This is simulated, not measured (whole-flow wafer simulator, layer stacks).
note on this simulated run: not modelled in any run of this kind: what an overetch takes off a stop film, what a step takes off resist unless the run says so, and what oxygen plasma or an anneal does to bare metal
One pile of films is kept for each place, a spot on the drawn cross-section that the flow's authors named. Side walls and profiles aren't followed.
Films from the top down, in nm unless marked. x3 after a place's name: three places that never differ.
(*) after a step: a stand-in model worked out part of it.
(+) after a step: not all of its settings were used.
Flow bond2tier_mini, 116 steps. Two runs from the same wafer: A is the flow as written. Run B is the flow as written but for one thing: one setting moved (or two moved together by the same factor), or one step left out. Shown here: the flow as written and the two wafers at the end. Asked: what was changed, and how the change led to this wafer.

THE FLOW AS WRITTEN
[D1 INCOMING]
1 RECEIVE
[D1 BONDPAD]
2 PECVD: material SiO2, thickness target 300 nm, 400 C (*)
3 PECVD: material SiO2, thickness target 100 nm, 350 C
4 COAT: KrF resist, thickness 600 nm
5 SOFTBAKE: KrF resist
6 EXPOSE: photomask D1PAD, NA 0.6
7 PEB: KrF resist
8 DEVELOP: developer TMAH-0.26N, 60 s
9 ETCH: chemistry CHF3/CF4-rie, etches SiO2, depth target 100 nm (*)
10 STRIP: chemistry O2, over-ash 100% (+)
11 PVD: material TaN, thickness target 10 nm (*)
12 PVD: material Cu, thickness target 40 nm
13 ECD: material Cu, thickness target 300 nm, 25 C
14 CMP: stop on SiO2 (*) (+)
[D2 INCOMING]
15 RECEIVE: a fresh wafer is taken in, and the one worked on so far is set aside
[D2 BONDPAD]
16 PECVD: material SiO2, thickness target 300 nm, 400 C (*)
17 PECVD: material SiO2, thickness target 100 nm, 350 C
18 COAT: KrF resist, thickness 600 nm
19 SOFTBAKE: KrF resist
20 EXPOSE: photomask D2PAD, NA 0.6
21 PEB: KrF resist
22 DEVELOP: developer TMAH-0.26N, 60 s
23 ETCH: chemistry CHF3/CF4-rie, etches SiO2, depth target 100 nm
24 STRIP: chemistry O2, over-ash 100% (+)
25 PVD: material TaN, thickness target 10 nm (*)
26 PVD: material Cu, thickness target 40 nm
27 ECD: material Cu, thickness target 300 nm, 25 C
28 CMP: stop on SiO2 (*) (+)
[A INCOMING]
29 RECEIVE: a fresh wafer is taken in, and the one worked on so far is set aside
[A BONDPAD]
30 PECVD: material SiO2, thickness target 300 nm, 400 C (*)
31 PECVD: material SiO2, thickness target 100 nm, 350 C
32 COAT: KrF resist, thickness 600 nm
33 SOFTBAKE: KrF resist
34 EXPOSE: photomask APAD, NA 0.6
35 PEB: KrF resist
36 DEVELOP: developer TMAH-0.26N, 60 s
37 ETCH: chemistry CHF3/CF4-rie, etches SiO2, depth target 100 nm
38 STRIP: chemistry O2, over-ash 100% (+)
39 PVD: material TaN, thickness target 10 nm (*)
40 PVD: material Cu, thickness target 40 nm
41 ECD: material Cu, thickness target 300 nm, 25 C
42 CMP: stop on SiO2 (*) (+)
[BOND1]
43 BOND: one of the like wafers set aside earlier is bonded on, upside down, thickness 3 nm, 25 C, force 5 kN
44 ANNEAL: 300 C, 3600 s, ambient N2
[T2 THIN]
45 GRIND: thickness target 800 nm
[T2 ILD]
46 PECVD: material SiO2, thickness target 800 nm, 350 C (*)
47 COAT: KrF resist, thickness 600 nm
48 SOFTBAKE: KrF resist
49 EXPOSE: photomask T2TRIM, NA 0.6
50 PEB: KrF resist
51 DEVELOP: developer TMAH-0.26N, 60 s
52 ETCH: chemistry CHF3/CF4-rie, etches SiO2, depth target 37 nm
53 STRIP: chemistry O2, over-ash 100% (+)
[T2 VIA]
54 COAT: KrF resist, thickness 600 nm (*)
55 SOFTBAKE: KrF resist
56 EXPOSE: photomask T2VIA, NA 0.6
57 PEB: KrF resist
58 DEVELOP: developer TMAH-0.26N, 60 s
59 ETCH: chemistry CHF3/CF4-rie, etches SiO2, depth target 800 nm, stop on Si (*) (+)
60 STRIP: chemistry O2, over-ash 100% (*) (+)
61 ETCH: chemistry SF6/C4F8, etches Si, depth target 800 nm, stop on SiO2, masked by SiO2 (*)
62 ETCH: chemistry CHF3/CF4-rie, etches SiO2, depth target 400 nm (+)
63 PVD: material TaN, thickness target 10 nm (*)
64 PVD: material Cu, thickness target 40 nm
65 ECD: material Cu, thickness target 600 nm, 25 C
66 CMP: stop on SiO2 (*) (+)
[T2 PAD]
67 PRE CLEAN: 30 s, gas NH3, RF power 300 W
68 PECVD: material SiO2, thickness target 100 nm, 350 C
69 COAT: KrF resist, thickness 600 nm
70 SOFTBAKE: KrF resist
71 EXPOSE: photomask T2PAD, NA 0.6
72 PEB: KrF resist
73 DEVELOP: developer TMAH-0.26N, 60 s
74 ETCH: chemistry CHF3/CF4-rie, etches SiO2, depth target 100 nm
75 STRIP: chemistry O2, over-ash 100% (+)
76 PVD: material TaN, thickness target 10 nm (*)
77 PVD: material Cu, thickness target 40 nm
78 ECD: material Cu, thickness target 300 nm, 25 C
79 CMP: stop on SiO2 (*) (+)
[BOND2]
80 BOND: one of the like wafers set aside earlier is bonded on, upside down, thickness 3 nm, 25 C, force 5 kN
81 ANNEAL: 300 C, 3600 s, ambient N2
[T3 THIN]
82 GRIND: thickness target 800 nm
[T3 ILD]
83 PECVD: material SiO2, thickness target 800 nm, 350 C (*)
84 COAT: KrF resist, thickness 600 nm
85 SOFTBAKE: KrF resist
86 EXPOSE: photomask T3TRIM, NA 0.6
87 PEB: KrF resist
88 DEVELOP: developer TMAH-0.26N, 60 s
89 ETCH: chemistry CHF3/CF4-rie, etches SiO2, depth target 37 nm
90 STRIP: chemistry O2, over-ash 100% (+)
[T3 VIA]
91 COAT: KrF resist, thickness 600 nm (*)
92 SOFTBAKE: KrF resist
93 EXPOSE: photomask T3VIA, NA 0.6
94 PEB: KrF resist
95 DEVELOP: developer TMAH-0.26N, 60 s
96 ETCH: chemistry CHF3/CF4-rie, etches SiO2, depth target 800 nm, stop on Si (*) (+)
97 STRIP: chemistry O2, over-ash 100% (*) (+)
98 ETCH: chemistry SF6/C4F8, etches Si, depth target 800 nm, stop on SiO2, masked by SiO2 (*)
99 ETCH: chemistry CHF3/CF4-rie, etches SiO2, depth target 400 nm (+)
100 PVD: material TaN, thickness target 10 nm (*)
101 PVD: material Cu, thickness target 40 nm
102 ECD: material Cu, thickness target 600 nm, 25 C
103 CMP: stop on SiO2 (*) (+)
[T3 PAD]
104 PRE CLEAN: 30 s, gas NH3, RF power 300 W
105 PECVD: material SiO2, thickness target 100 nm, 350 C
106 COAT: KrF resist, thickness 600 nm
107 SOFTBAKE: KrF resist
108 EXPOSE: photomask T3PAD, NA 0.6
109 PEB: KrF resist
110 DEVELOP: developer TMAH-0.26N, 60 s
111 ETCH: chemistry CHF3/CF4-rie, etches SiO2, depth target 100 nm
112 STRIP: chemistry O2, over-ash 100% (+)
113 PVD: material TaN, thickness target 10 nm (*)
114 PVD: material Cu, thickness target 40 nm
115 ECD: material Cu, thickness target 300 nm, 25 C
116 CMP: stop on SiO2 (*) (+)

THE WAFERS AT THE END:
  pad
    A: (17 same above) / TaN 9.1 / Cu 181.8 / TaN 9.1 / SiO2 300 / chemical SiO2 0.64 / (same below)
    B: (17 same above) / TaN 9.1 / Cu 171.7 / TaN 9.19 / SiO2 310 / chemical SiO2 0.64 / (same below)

The cause: step 36, DEVELOP: 54 s was run, where the flow has 60 s; step 37, ETCH: depth target 90 nm was run, where the flow has depth target 100 nm.

How the change led to this, step by step:
  37 ETCH: chemistry CHF3/CF4-rie, etches SiO2, depth target 100 nm
      pad, via: A SiO2 -100 | B SiO2 -90
      field: A KrF resist -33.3 | B KrF resist -30
  41 ECD: material Cu, thickness target 300 nm, 25 C
      pad: A Cu +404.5 | B Cu +394.1
      via: A Cu +400.2 | B Cu +390.1
